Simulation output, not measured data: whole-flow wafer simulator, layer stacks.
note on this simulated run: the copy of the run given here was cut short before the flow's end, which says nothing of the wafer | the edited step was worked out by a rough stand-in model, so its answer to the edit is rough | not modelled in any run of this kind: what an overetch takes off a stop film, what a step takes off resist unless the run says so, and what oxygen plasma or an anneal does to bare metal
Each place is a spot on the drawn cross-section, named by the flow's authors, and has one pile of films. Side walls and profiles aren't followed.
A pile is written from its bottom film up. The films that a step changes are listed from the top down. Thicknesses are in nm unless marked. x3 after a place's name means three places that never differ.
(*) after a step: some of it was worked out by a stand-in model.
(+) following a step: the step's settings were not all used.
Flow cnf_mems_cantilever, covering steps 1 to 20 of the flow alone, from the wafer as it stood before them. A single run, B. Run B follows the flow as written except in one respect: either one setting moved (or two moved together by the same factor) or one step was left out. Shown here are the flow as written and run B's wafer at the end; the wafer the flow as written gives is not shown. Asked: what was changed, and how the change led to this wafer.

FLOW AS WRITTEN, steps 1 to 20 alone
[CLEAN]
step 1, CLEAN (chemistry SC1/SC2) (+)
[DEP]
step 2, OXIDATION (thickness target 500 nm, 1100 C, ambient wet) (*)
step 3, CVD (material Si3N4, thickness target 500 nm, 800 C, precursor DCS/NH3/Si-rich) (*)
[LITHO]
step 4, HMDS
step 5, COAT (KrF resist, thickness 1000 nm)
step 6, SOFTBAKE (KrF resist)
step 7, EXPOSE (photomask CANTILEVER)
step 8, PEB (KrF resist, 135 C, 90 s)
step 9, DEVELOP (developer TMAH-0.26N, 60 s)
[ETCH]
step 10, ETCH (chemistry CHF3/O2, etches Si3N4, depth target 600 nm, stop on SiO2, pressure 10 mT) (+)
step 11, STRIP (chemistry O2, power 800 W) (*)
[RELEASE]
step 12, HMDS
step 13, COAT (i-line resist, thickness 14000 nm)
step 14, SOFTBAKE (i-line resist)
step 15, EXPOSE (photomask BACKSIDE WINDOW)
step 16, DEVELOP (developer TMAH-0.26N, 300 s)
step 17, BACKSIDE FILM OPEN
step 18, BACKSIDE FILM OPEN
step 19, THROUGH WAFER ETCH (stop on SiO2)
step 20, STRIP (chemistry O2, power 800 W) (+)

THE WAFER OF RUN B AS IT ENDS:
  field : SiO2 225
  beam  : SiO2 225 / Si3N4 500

The reason: step 2, OXIDATION: thickness target 225 nm was run, while the flow as written has thickness target 500 nm.
One can read it off the wafer: field has SiO2 225, and step 2 as written asks for 500 nm.

Step by step, how the change led to this:
  step 2, OXIDATION (thickness target 500 nm, 1100 C, ambient wet) (*)
      field, beam: +225 SiO2 (new film), -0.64 chemical SiO2 (all of it), -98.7 Si (as written it would have been: +500 SiO2 (new film), -0.64 chemical SiO2 (all of it), -219.7 Si)
  step 19, THROUGH WAFER ETCH (stop on SiO2)
      field: under 1 film: -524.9 um Si (all of it) (as written it would have been: under 1 film: -524.78 um Si (all of it))
      beam: under 2 films: -524.9 um Si (all of it) (as written it would have been: under 2 films: -524.78 um Si (all of it))
